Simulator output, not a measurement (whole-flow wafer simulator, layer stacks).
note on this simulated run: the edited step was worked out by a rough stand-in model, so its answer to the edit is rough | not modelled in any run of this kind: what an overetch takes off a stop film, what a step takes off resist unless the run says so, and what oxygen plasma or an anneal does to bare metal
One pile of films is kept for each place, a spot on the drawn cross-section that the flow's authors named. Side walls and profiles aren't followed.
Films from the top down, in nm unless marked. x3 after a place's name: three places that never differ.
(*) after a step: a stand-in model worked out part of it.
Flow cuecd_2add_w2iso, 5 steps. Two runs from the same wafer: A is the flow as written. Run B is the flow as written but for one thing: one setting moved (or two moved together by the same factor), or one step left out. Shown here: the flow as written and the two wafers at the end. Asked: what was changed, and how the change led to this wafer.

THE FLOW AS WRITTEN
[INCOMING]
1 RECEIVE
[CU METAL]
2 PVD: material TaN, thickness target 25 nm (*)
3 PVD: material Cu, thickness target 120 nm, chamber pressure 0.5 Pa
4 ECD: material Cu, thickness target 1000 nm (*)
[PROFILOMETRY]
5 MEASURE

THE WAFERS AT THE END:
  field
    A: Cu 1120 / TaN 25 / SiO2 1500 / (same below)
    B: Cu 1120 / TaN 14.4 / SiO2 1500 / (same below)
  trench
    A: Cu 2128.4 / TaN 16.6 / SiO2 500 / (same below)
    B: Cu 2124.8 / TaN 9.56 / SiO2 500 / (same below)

The cause: step 2, PVD: thickness target 14.4 nm was run, where the flow has thickness target 25 nm.
It can be read off the wafer: field has TaN 14.4, and step 2 as written asks for 25 nm.

How the change led to this, step by step:
  2 PVD: material TaN, thickness target 25 nm (*)
      field: A TaN +25 (new film) | B TaN +14.4 (new film)
      trench: A TaN +16.6 (new film) | B TaN +9.56 (new film)
